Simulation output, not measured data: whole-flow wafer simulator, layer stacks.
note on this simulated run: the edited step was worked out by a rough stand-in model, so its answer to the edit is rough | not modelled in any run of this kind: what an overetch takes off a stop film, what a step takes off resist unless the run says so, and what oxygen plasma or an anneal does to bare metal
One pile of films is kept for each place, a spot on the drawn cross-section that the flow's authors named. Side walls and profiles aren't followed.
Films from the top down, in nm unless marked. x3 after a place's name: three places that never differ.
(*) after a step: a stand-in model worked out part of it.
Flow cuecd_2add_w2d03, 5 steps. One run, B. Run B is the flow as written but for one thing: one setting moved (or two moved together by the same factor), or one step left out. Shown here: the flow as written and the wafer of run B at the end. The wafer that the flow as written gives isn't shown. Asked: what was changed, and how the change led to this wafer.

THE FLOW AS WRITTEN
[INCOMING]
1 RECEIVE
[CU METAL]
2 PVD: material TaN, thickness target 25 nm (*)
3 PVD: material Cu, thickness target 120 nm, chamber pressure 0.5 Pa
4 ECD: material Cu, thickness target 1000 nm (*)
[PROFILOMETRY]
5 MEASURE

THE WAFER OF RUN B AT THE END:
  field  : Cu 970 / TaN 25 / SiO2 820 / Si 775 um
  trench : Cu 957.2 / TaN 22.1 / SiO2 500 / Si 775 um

The cause: step 4, ECD: thickness target 850 nm was run, where the flow has thickness target 1000 nm.

How the change led to this, step by step:
  4 ECD: material Cu, thickness target 1000 nm (*)
      field, trench: Cu +850 (as written it would be: Cu +1000)
